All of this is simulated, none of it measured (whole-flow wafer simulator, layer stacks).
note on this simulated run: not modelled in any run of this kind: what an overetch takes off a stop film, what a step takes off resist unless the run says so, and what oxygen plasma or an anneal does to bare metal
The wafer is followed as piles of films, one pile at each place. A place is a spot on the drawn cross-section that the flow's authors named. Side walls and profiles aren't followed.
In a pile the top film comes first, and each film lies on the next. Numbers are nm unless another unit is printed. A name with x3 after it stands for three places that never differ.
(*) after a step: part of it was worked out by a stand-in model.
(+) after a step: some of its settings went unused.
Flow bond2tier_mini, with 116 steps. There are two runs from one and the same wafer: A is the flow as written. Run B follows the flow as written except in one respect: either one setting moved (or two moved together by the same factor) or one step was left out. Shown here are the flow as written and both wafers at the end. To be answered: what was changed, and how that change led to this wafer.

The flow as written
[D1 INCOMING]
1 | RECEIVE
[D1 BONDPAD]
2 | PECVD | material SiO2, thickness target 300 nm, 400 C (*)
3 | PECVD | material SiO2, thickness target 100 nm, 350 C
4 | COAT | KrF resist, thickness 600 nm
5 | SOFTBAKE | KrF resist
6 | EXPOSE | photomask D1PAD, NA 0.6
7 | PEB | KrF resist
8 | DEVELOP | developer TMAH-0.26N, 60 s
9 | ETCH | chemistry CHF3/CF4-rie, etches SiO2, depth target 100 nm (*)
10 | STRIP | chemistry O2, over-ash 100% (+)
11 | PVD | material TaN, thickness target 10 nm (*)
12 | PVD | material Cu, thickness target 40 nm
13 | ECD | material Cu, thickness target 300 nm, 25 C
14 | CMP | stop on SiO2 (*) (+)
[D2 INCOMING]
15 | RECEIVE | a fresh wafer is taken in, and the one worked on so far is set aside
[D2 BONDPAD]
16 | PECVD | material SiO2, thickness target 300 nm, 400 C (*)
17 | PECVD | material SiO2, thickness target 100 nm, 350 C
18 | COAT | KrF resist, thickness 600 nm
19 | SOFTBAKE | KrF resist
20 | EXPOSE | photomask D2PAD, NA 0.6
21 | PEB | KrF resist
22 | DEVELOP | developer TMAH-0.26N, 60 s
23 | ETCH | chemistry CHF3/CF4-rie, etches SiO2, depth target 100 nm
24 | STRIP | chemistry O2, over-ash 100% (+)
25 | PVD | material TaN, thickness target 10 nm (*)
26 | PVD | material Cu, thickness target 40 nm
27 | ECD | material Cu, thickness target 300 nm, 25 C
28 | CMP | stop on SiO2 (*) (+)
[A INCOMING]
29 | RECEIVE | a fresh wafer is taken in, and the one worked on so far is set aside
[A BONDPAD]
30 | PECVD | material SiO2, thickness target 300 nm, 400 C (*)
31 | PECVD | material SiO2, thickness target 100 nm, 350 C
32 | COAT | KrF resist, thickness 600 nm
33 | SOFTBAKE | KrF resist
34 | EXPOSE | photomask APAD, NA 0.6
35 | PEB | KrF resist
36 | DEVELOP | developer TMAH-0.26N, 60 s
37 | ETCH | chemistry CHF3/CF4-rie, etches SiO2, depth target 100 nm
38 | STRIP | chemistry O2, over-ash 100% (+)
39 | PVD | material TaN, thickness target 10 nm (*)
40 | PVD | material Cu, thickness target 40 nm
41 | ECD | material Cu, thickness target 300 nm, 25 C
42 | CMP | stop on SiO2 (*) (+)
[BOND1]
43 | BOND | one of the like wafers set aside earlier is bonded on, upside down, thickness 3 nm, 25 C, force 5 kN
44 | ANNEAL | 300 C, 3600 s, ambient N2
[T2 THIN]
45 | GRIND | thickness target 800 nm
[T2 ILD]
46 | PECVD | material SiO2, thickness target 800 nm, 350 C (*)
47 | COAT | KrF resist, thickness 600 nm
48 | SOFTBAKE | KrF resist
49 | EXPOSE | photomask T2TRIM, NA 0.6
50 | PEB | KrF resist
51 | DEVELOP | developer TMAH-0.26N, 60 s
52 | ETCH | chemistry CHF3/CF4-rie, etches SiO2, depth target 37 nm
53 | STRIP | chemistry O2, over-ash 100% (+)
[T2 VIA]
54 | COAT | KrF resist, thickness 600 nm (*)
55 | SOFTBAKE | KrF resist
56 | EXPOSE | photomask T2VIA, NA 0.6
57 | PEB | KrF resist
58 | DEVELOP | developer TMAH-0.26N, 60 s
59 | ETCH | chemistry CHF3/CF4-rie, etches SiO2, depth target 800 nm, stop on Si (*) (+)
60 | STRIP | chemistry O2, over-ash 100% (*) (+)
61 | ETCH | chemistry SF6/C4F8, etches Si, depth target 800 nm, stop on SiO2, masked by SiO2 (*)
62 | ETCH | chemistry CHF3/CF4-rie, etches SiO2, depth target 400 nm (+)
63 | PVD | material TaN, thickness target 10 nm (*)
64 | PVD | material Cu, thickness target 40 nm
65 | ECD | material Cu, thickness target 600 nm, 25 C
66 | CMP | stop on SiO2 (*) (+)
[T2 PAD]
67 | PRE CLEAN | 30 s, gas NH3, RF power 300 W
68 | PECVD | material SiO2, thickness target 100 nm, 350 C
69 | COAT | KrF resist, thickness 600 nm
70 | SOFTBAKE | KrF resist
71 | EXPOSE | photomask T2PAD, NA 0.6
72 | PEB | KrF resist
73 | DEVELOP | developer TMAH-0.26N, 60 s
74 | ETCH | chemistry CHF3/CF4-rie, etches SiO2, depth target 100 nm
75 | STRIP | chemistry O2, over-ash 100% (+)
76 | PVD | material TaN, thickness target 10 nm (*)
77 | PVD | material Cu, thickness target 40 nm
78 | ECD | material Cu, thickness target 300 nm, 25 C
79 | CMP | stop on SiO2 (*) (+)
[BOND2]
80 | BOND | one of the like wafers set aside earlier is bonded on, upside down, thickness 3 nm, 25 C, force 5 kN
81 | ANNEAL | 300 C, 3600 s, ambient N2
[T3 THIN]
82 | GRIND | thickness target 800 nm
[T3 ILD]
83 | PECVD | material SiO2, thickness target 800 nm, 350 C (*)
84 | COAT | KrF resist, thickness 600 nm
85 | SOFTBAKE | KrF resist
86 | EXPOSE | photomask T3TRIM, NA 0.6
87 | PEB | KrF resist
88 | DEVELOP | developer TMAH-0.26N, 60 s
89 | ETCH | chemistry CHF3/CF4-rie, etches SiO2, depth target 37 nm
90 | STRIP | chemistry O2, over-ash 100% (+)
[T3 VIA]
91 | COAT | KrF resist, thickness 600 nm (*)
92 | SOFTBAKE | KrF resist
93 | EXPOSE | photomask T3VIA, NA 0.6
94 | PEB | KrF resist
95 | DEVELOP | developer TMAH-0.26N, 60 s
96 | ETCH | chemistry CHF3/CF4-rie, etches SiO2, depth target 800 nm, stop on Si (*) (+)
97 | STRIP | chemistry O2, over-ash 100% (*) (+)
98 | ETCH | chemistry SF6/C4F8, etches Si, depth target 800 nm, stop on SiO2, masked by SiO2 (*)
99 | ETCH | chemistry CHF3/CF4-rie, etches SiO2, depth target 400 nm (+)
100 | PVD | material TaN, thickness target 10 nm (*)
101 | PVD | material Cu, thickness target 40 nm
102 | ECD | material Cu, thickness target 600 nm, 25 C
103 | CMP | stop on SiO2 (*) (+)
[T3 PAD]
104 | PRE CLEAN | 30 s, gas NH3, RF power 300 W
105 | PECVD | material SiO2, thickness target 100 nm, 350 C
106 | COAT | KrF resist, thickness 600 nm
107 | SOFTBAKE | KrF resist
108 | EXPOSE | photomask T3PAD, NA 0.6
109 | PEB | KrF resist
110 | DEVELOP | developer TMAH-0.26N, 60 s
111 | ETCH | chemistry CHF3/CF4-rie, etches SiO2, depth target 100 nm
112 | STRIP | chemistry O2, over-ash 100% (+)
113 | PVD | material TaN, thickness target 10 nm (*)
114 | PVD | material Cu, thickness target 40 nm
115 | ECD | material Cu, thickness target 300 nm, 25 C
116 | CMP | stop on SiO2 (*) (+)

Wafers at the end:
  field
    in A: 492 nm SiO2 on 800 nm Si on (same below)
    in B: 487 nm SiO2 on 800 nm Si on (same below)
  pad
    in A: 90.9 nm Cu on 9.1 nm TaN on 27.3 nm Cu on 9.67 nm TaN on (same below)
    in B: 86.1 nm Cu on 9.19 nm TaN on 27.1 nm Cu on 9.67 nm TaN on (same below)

Cause: step 105, PECVD: thickness target 95 nm was run, whereas the flow has thickness target 100 nm.

The path from the change to this, step by step:
  105 | PECVD | material SiO2, thickness target 100 nm, 350 C
      field: A +100 SiO2 | B +95 SiO2
      pad: A +100 SiO2 (new film) | B +95 SiO2 (new film)
  111 | ETCH | chemistry CHF3/CF4-rie, etches SiO2, depth target 100 nm
      pad: A -100 SiO2 (all of it) | B -95 SiO2 (all of it), -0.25 Cu
